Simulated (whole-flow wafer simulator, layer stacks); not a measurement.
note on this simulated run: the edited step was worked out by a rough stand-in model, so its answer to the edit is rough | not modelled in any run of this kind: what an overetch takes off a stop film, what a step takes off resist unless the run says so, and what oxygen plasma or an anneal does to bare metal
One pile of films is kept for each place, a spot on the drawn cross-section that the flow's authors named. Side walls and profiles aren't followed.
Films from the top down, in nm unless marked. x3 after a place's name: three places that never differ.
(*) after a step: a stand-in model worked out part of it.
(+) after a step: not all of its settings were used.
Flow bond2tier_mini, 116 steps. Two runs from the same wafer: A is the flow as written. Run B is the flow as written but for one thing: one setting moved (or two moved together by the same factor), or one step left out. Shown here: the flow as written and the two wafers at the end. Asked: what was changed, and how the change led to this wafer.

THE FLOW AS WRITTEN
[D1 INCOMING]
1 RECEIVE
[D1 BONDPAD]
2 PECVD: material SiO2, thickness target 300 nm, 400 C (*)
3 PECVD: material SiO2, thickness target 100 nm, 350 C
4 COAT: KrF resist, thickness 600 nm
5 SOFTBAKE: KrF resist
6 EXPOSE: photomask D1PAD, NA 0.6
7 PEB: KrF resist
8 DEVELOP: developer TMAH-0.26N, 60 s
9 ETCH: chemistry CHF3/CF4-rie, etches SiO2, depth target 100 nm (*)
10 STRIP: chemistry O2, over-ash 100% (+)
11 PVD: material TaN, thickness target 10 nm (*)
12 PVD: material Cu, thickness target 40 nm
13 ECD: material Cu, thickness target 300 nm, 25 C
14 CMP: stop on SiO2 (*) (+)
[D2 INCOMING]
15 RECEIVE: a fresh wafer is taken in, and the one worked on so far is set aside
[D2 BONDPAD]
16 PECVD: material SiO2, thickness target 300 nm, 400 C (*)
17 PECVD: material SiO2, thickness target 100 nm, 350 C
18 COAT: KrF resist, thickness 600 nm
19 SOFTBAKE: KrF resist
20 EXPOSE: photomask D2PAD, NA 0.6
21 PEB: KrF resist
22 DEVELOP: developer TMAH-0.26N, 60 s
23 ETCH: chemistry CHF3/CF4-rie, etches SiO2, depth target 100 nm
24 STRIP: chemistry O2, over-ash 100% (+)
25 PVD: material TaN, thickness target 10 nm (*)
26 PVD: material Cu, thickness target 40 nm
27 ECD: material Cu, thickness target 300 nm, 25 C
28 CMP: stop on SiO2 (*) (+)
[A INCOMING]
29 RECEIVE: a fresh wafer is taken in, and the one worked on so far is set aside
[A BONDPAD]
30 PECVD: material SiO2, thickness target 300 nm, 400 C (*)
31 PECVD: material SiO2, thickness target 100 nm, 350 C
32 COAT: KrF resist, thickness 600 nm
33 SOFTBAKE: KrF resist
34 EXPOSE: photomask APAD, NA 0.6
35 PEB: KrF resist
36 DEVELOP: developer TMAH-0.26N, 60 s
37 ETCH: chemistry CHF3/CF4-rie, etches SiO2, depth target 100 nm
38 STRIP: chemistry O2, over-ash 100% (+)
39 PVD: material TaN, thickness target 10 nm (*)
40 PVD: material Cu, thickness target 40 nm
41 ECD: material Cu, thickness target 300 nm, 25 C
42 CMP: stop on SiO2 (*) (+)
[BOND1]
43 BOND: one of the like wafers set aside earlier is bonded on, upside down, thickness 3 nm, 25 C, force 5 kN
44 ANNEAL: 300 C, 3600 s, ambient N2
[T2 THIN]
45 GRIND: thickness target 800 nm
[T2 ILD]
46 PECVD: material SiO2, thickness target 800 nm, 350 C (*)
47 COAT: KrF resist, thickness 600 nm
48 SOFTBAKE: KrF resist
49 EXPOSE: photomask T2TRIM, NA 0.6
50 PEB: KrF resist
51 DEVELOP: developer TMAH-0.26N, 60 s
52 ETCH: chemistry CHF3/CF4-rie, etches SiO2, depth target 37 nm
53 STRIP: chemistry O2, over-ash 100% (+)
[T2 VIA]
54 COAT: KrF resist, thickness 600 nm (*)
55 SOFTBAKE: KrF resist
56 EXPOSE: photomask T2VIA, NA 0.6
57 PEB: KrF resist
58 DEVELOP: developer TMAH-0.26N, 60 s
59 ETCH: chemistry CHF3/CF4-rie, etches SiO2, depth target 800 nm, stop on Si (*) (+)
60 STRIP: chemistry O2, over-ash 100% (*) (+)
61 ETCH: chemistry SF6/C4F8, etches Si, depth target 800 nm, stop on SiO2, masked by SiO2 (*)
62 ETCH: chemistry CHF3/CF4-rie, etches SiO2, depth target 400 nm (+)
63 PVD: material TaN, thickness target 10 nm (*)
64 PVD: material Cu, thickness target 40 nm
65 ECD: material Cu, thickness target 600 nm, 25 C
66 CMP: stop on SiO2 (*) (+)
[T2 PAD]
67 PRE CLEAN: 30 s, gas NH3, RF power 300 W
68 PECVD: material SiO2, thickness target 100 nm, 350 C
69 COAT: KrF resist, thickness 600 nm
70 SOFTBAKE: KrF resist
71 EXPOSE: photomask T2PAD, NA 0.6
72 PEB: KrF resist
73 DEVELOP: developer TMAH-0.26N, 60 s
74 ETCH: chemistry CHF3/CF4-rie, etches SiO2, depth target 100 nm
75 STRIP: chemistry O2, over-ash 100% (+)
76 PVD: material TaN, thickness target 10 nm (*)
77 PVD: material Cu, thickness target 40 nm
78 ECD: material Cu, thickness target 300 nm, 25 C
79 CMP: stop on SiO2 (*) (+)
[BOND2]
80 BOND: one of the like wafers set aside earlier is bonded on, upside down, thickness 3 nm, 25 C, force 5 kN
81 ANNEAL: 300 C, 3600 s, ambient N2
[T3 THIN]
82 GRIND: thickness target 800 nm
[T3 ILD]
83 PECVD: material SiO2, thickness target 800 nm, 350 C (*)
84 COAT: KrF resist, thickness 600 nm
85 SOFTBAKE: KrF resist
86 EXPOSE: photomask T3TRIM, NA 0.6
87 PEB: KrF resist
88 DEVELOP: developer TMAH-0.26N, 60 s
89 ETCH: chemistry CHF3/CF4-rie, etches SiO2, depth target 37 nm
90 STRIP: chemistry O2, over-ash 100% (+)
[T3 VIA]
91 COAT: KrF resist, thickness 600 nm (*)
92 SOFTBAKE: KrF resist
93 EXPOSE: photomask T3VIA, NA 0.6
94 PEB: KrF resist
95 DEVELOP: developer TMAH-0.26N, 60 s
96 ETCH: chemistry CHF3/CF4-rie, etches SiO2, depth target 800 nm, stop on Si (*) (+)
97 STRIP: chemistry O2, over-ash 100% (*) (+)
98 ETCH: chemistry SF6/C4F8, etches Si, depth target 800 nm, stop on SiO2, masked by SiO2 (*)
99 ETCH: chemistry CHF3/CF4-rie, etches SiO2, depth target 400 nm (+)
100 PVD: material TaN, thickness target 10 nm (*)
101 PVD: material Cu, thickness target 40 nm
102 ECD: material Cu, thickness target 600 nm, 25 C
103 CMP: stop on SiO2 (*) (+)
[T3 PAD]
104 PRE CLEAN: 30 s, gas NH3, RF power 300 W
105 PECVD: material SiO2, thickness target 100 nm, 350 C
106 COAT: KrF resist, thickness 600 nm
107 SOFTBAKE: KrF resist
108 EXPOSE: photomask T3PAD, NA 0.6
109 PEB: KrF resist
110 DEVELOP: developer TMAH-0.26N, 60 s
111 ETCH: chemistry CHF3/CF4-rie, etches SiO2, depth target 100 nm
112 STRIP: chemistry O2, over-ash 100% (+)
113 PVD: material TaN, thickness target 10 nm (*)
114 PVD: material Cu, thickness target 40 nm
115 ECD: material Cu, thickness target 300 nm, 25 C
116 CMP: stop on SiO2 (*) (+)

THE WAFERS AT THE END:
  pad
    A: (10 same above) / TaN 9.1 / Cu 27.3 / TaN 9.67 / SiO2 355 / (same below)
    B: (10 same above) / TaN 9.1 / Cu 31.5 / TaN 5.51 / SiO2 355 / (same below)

The cause: step 63, PVD: thickness target 5.7 nm was run, where the flow has thickness target 10 nm.

How the change led to this, step by step:
  63 PVD: material TaN, thickness target 10 nm (*)
      field: A TaN +10 (new film) | B TaN +5.7 (new film)
      pad: A TaN +9.67 (new film) | B TaN +5.51 (new film)
  66 CMP: stop on SiO2 (*) (+)
      field: A Cu -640 (all of it), TaN -10 (all of it) | B Cu -640 (all of it), TaN -5.7 (all of it)
